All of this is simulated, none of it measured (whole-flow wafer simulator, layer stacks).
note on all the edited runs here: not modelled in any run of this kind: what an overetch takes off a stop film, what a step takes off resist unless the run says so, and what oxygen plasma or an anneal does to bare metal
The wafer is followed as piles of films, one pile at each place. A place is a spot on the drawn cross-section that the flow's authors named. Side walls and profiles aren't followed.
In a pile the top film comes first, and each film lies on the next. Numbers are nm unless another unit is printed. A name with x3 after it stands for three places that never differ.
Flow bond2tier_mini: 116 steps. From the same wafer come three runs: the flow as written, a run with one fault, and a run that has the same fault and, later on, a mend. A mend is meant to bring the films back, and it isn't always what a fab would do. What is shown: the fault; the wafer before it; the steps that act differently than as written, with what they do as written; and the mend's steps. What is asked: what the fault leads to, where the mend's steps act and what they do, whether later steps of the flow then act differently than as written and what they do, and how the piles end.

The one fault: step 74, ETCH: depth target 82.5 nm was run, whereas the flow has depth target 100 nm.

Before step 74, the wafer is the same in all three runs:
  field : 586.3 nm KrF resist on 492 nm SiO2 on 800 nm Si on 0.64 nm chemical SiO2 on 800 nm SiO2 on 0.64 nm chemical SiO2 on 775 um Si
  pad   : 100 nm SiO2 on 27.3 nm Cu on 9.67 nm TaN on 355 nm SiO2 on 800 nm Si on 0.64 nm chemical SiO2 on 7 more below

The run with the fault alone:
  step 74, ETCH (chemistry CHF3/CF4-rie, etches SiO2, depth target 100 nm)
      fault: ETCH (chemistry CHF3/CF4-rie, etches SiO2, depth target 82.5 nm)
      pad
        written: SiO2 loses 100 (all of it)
        fault: SiO2 loses 82.5
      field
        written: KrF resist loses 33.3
        fault: KrF resist loses 27.5
  Steps later in the flow that act otherwise than as written (not shown: 3 more steps that differ only slightly, by at most 2% or 0.5 nm, whichever is larger):
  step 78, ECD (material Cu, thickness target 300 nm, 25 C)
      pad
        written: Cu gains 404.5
        fault: Cu gains 386.2
  At pad, the piles at the end differ from the flow's by more than 2% or 0.5 nm, whichever is larger.
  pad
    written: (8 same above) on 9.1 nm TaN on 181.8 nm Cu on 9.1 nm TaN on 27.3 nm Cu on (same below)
    fault: (8 same above) on 9.1 nm TaN on 164.1 nm Cu on 9.26 nm TaN on 17.5 nm SiO2 on 27.3 nm Cu on (same below)

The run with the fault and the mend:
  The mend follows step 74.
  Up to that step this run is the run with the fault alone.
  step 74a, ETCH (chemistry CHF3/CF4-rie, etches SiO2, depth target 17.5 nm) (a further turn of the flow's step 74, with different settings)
      field
        KrF resist loses 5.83
      pad
        SiO2 loses 17.5 (all of it)
  None of the later steps of the flow acts differently than as written at any place that is followed.
  At every place that both follow, the piles at the end match the flow's.
